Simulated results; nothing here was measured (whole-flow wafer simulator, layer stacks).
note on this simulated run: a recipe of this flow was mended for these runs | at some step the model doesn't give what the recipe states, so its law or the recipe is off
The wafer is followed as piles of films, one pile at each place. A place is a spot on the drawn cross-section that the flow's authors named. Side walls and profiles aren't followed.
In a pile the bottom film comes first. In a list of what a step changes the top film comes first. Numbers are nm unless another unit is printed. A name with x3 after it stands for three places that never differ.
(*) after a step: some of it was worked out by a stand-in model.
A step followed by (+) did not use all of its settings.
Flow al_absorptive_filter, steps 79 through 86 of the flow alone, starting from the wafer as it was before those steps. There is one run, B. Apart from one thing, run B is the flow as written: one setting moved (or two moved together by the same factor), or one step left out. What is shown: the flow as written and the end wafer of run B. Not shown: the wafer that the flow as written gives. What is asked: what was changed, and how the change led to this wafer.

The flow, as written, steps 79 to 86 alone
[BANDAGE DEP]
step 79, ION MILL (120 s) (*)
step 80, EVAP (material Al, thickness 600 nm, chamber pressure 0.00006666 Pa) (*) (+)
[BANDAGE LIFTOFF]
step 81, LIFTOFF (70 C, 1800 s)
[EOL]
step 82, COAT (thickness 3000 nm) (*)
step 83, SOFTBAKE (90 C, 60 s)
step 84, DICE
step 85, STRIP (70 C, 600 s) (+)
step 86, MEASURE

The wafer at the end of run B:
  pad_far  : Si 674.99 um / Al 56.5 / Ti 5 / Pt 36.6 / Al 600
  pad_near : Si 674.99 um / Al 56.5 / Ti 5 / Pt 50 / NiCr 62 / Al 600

The reason: step 79, ION MILL: 110 s was run, whereas the flow has 120 s.

The path from the change to this, step by step:
  step 79, ION MILL (120 s) (*)
      gnd, ledge, res and 9 more: -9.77 i-line-resist (as written it would have been: -10.7 i-line-resist)
      pad_far: -13.4 Pt (as written it would have been: -14.7 Pt)
      (and at 1 other place as well)
